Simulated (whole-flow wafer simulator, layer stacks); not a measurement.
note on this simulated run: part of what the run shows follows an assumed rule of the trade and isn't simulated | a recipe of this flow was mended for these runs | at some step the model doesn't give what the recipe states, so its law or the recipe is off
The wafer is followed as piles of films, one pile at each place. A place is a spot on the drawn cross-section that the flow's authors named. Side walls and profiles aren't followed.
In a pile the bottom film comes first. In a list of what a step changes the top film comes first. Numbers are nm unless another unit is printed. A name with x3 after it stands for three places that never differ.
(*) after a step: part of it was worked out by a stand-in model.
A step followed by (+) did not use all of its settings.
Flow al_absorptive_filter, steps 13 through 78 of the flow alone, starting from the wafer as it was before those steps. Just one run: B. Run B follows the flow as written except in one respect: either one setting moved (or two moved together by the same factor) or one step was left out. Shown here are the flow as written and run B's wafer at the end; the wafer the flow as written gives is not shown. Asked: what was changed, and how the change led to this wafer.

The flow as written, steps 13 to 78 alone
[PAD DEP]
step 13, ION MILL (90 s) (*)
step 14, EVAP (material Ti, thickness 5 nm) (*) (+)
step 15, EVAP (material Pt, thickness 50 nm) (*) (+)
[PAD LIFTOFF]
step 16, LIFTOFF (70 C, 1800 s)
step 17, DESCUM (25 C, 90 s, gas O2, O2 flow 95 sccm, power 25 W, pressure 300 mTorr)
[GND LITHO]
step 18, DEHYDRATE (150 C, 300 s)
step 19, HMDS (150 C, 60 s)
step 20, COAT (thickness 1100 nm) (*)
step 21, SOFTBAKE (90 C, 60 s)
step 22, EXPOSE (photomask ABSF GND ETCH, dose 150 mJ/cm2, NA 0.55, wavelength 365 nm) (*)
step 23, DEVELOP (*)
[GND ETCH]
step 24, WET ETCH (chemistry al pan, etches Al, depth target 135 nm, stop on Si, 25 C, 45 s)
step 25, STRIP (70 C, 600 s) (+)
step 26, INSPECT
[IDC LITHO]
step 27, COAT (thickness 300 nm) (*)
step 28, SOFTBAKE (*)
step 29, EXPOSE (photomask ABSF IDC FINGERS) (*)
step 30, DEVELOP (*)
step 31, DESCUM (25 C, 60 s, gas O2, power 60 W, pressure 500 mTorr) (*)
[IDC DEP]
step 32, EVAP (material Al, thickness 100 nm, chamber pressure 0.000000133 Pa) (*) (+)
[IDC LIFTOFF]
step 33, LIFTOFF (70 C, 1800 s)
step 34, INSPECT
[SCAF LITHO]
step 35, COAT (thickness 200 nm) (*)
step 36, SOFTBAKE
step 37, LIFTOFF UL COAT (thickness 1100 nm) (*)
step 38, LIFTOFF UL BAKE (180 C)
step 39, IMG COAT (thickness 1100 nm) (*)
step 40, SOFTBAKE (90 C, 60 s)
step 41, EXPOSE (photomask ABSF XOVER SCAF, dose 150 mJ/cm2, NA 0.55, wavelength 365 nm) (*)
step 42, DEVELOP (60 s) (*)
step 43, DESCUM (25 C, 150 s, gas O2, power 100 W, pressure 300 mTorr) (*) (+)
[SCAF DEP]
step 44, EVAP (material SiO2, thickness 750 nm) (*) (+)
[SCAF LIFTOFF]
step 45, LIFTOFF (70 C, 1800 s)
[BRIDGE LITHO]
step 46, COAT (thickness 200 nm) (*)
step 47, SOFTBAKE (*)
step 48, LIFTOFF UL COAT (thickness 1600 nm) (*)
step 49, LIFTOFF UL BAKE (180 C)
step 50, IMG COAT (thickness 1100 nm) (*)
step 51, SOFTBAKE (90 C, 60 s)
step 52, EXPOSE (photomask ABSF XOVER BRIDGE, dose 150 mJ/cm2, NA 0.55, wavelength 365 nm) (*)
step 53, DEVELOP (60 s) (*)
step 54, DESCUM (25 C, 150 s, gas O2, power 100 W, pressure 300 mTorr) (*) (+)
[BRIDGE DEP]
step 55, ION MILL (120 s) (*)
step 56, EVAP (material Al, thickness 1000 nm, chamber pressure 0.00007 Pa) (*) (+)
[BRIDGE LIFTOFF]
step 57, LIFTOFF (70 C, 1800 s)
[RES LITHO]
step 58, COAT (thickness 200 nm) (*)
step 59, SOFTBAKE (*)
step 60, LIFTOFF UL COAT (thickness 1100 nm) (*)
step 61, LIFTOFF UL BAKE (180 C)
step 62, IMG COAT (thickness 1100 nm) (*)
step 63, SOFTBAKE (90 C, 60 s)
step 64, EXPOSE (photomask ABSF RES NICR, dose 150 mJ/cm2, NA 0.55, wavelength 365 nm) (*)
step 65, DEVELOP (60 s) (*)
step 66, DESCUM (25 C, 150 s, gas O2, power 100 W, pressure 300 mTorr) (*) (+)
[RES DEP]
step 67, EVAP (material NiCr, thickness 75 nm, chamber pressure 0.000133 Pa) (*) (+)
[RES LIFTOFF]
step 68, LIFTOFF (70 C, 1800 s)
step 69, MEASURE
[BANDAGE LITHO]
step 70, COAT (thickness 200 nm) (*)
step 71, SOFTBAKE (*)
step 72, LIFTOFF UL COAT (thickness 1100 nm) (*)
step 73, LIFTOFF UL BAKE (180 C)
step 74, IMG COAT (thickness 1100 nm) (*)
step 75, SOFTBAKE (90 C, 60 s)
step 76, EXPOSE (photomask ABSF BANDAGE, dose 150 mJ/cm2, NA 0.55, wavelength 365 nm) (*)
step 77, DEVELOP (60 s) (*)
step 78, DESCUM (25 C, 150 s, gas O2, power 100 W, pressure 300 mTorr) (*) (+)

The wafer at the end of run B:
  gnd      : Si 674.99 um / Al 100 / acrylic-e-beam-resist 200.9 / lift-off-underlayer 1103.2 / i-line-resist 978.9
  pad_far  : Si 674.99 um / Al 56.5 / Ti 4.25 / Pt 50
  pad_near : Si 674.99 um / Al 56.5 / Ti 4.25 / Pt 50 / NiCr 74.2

The reason: step 14, EVAP: thickness 4.25 nm was run, though the flow has thickness 5 nm.
One can read it off the wafer: pad_far has Ti 4.25, and step 14 as written asks for 5 nm.

Step by step, how the change led to this:
  step 14, EVAP (material Ti, thickness 5 nm) (*) (+)
      gnd, pad_far, pad_near and 11 more: Ti gains 4.25 (new film) (in the flow as written it would be: Ti gains 5 (new film))
  step 16, LIFTOFF (70 C, 1800 s)
      gnd, ledge, res and 9 more: Pt loses 50 (all of it), Ti loses 4.25 (all of it), i-line-resist loses 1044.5 (all of it), lift-off-underlayer loses 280 (all of it) (in the flow as written it would be: Pt loses 50 (all of it), Ti loses 5 (all of it), i-line-resist loses 1044.5 (all of it), lift-off-underlayer loses 280 (all of it))
